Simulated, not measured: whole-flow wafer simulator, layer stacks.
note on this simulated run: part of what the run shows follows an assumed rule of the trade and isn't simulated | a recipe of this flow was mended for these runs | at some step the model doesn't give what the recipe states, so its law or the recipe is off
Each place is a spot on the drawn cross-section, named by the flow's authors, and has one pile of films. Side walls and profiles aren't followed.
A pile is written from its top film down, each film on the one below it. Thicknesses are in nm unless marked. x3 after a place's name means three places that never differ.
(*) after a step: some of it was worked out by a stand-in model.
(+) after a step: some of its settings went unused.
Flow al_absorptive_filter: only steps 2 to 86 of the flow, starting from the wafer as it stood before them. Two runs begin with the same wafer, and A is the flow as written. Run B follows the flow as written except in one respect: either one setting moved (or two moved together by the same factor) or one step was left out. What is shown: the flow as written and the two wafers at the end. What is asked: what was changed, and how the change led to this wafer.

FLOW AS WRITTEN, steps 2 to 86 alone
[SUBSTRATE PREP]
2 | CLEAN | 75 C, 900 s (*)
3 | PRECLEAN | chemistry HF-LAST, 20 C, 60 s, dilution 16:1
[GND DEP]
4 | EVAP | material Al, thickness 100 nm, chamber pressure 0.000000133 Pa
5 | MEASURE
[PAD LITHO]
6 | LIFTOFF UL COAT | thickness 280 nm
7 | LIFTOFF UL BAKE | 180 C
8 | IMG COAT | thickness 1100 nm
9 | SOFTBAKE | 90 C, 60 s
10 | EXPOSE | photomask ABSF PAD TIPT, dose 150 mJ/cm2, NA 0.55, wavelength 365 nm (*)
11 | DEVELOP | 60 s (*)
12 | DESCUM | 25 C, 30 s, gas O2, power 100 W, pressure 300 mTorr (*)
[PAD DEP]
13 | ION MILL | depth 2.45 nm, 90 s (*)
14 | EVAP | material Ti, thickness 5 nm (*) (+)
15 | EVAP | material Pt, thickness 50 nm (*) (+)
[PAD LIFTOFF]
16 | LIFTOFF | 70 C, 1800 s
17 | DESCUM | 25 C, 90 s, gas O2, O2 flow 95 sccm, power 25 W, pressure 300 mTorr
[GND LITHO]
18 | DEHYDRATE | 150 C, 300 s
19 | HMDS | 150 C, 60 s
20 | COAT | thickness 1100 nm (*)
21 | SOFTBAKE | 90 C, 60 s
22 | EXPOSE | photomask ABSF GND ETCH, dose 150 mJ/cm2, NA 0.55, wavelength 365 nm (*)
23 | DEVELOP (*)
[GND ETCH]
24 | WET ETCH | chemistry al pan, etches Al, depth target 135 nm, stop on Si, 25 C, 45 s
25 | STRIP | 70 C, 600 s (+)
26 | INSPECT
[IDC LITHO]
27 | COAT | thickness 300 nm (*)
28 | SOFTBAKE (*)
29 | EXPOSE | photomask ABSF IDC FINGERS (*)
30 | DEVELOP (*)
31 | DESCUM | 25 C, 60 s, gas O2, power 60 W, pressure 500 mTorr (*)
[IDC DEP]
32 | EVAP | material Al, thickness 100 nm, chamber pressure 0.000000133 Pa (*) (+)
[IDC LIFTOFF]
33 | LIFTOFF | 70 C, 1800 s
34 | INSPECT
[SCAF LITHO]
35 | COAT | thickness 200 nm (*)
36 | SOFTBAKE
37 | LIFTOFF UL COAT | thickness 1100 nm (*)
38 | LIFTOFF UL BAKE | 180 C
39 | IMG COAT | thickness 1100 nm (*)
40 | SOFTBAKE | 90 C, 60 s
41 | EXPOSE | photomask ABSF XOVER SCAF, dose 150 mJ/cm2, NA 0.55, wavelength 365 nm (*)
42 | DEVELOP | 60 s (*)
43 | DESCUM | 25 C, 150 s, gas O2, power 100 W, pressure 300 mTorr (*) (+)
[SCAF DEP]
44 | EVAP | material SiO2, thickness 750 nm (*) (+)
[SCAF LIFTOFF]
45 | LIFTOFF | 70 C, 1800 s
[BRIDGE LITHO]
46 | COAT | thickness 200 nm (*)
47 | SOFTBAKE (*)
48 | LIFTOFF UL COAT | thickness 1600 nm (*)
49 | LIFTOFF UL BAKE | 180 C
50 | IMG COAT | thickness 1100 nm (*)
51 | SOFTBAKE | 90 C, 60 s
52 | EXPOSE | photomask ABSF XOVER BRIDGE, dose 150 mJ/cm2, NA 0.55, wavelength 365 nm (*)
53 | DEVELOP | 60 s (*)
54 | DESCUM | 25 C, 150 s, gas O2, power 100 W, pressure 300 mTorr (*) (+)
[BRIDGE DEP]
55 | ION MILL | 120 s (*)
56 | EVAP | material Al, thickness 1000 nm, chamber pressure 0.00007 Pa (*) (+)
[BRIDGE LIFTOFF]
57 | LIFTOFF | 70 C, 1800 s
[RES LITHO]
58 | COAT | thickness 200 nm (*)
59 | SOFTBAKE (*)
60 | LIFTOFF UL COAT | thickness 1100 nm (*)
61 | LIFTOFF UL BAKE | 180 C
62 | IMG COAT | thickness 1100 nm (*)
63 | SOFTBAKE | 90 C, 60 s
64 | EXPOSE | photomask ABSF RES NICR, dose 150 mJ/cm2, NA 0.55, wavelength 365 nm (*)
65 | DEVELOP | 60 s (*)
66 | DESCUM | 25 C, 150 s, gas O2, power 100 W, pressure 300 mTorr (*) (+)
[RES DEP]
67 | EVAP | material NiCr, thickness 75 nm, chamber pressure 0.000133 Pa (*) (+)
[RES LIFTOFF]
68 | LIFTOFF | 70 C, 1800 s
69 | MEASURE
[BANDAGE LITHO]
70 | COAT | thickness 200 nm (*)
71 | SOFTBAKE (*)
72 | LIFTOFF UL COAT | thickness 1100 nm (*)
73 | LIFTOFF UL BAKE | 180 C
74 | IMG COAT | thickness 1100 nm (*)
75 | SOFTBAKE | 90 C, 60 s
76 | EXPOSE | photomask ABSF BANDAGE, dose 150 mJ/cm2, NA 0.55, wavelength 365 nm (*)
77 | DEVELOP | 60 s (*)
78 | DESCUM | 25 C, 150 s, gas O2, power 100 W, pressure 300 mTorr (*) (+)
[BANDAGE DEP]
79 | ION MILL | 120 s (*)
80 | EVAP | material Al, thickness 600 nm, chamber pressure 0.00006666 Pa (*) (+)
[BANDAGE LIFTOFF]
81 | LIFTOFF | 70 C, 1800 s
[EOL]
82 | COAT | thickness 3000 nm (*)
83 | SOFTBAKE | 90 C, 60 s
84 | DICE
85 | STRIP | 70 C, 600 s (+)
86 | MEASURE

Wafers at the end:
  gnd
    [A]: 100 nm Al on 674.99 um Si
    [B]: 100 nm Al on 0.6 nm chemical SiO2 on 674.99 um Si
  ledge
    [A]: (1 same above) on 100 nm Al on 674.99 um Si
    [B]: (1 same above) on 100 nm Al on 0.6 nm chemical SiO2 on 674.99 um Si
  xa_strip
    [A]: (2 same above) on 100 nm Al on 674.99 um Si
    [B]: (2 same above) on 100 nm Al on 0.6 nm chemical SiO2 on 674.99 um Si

The reason: step 3, PRECLEAN: chemistry HF-LAST, 20 C, 60 s, dilution 16:1, was skipped.

How this came from the change, step by step:
  31 | DESCUM | 25 C, 60 s, gas O2, power 60 W, pressure 500 mTorr (*)
      idc_line: A +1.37 chemical SiO2 (new film), -0.6 Si | B +0.77 chemical SiO2, -0.34 Si
